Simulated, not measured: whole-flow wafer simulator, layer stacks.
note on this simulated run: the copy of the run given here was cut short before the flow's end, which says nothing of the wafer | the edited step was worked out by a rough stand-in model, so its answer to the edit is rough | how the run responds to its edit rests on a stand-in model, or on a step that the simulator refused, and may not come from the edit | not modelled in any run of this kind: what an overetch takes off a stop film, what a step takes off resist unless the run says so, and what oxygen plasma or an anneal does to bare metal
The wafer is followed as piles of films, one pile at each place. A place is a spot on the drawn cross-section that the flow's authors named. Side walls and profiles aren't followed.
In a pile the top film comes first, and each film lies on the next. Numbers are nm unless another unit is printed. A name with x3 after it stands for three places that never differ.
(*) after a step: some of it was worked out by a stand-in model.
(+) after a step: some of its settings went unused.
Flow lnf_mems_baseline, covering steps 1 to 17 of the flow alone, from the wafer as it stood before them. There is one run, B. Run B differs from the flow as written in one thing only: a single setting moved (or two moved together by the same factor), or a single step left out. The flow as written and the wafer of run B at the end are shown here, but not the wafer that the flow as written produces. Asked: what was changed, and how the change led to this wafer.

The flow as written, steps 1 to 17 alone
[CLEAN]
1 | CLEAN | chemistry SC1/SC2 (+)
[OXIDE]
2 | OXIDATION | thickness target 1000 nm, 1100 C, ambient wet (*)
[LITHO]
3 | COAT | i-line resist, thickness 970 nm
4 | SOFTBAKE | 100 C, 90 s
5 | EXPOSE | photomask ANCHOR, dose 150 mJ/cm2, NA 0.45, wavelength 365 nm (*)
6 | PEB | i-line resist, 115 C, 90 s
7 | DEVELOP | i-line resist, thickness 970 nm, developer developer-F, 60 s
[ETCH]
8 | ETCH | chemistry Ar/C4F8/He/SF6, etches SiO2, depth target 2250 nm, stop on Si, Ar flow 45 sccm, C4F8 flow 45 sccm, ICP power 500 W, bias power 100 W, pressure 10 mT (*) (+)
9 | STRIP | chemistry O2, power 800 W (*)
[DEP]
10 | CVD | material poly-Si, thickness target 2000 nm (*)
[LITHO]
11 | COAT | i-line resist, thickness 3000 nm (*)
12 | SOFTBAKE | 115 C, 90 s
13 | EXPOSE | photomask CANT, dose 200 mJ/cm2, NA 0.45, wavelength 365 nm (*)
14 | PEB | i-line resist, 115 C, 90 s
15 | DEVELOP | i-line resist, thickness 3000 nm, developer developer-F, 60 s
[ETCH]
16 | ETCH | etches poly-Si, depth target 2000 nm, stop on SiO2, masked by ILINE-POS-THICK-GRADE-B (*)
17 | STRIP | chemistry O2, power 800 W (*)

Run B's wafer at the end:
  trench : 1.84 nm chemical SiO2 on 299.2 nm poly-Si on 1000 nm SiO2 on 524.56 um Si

The reason: step 16, ETCH: depth target 1700 nm was run, though the flow has depth target 2000 nm.

How this came from the change, step by step:
  16 | ETCH | etches poly-Si, depth target 2000 nm, stop on SiO2, masked by ILINE-POS-THICK-GRADE-B (*)
      trench, char_slit: poly-Si loses 1700 (it would be, as written: poly-Si loses 2000 (all of it))
      field, anchor, beam: i-line resist loses 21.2 (it would be, as written: i-line resist loses 25)
  17 | STRIP | chemistry O2, power 800 W (*)
      trench, char_slit: chemical SiO2 gains 1.84 (new film), poly-Si loses 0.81 (it would be, as written: nothing)
